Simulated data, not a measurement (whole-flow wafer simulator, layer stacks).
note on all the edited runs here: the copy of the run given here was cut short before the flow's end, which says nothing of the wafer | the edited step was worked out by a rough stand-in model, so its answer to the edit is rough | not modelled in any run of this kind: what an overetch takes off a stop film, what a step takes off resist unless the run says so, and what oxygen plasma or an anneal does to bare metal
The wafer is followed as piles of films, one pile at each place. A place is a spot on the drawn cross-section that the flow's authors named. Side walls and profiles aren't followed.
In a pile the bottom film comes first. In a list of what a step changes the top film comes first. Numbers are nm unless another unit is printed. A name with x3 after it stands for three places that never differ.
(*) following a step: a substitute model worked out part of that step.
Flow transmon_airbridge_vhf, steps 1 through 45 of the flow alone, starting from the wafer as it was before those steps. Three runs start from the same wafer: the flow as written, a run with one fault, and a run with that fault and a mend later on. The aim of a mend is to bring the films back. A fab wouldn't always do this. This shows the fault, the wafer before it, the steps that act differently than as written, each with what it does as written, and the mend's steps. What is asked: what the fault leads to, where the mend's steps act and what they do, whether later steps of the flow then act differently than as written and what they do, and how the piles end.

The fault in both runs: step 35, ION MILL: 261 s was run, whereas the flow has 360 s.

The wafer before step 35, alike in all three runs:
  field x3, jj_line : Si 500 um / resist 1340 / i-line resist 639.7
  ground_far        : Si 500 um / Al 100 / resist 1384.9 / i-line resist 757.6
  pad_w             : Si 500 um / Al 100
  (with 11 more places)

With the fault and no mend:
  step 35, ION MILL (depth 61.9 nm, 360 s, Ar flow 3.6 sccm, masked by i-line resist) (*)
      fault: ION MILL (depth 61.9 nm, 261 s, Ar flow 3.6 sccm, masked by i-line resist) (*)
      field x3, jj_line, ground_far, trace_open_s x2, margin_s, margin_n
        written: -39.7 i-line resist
        fault: -28.8 i-line resist
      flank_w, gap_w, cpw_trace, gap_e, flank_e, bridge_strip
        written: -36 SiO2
        fault: -26.1 SiO2
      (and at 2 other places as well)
  Steps later in the flow that act otherwise than as written (not shown: 3 more steps that differ only slightly, by at most 2% or 0.5 nm, whichever is larger):
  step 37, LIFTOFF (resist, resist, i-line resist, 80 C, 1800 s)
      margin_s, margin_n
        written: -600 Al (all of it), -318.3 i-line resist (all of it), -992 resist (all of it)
        fault: -600 Al (all of it), -329.2 i-line resist (all of it), -992 resist (all of it)
  At pad_w, pad_e, the piles at the end differ from the flow's by more than 2% or 0.5 nm, whichever is larger.
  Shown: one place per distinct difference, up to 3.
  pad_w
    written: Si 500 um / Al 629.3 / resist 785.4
    fault: Si 500 um / Al 646.4 / resist 782.6

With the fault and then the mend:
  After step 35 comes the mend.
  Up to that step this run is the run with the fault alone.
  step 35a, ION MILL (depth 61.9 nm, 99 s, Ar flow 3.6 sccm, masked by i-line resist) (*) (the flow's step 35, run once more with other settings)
      field x3, jj_line, ground_far, trace_open_s x2, margin_s, margin_n
        -10.9 i-line resist
      flank_w, gap_w, cpw_trace, gap_e, flank_e, bridge_strip
        -9.89 SiO2
      pad_w, pad_e
        -17 Al
  Every later step of the flow that is run acts as written at every place that is followed.
  At every place that both follow, the piles at the end match the flow's.
